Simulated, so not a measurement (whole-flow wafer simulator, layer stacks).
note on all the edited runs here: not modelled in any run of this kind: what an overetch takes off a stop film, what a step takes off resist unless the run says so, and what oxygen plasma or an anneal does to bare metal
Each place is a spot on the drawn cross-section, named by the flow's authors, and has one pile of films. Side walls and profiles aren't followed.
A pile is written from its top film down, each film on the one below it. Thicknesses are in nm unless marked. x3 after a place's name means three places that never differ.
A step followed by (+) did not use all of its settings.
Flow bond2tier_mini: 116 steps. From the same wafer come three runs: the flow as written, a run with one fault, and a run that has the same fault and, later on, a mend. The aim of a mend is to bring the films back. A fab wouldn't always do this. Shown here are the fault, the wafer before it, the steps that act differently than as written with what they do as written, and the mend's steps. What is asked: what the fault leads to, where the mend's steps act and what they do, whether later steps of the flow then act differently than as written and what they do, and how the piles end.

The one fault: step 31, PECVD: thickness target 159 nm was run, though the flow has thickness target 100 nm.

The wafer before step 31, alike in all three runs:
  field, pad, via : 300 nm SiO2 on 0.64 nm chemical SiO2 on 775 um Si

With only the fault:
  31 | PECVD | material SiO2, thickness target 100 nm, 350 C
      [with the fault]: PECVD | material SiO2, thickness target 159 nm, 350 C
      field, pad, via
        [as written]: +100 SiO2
        [with the fault]: +159 SiO2
  Every later step of the flow that is run acts as written at every place that is followed.
  At field, pad, the piles at the end differ from the flow's by more than 2% or 0.5 nm, whichever is larger.
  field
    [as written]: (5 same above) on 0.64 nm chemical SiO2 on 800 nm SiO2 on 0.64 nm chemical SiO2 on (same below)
    [with the fault]: (5 same above) on 0.64 nm chemical SiO2 on 859 nm SiO2 on 0.64 nm chemical SiO2 on (same below)
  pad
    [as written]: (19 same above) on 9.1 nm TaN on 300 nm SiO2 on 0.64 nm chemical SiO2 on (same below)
    [with the fault]: (19 same above) on 9.1 nm TaN on 359 nm SiO2 on 0.64 nm chemical SiO2 on (same below)

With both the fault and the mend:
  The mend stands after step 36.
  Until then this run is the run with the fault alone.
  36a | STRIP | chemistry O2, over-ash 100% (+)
      field
        -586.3 KrF resist (all of it)
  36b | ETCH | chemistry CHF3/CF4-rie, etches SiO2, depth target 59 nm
      field, pad, via
        -59 SiO2
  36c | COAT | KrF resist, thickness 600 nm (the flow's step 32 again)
      field, pad, via
        +600 KrF resist (new film)
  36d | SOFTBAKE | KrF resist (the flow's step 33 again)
      alters no film at any place that is followed
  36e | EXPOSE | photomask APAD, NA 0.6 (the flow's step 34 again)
      alters no film at any place that is followed
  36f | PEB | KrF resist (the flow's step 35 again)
      alters no film at any place that is followed
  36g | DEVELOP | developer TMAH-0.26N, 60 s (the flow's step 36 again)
      pad, via
        -600 KrF resist (all of it)
      field
        -13.7 KrF resist
  Every later step of the flow that is run acts as written at every place that is followed.
  By the end, the piles equal the flow's at every place that both follow.
